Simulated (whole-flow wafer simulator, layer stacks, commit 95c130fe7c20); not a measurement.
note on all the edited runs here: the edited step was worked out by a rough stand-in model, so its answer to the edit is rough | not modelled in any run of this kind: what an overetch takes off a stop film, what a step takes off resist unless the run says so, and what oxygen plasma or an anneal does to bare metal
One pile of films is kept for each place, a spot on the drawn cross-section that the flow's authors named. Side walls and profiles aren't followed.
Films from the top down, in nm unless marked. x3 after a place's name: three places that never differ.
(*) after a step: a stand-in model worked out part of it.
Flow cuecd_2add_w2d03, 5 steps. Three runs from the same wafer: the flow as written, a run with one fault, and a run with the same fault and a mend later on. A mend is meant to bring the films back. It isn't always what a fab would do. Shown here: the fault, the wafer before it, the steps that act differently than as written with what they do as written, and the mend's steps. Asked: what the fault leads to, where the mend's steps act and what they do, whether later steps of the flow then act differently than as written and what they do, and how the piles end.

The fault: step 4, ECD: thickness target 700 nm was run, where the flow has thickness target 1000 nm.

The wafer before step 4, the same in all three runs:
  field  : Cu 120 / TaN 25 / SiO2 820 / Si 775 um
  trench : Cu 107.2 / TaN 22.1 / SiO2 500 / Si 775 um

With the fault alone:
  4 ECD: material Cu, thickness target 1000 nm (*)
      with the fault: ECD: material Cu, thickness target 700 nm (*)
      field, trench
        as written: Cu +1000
        with the fault: Cu +700
  No later step of the flow acts differently than as written at any place that is followed.
  At the end the piles differ from the flow's by more than 2% or 0.5 nm, whichever is larger, at field, trench.
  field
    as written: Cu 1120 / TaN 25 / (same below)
    with the fault: Cu 820 / TaN 25 / (same below)
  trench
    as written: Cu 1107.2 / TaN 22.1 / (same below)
    with the fault: Cu 807.2 / TaN 22.1 / (same below)

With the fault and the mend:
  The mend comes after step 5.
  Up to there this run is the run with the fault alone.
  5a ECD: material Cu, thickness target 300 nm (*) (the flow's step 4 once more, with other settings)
      field, trench
        Cu +300
  No later step of the flow acts differently than as written at any place that is followed.
  At the end the piles are the same as the flow's at every place that both follow.
